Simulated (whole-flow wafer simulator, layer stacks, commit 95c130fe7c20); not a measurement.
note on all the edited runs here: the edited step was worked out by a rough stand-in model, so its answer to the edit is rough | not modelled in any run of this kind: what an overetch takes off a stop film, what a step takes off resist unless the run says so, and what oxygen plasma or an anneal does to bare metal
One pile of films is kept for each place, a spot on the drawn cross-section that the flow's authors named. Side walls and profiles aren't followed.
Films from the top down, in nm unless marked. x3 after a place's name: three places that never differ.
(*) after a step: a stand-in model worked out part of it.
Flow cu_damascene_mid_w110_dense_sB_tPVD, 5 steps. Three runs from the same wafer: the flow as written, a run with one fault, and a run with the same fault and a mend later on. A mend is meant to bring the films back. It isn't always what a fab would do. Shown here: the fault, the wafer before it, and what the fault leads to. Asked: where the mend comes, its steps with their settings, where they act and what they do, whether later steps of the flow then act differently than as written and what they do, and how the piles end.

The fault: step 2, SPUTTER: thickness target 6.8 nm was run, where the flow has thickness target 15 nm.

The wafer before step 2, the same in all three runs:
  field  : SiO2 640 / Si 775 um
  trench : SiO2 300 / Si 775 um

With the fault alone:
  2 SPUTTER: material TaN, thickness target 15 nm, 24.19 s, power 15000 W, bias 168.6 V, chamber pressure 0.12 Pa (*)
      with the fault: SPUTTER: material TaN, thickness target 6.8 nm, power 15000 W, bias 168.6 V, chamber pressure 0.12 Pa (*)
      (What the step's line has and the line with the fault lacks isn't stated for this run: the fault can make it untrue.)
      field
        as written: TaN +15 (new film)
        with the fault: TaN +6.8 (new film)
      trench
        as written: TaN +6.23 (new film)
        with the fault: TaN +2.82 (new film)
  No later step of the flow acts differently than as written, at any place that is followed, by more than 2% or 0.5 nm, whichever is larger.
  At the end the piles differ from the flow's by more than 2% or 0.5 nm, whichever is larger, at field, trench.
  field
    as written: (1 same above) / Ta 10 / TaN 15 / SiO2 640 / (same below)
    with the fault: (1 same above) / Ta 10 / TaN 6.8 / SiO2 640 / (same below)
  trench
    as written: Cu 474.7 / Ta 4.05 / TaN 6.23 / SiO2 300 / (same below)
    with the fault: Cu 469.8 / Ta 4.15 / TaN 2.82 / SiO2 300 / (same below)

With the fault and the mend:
  The mend comes after step 2.
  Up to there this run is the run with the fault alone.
  2a SPUTTER: material TaN, thickness target 8.2 nm, power 15000 W, bias 168.6 V, chamber pressure 0.12 Pa (*) (the flow's step 2 once more, with other settings)
      field
        TaN +8.2
      trench
        TaN +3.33
  No later step of the flow acts differently than as written, at any place that is followed, by more than 2% or 0.5 nm, whichever is larger.
  At the end the piles differ from the flow's only slightly at the places that both follow, by at most 2% or 0.5 nm, whichever is larger.
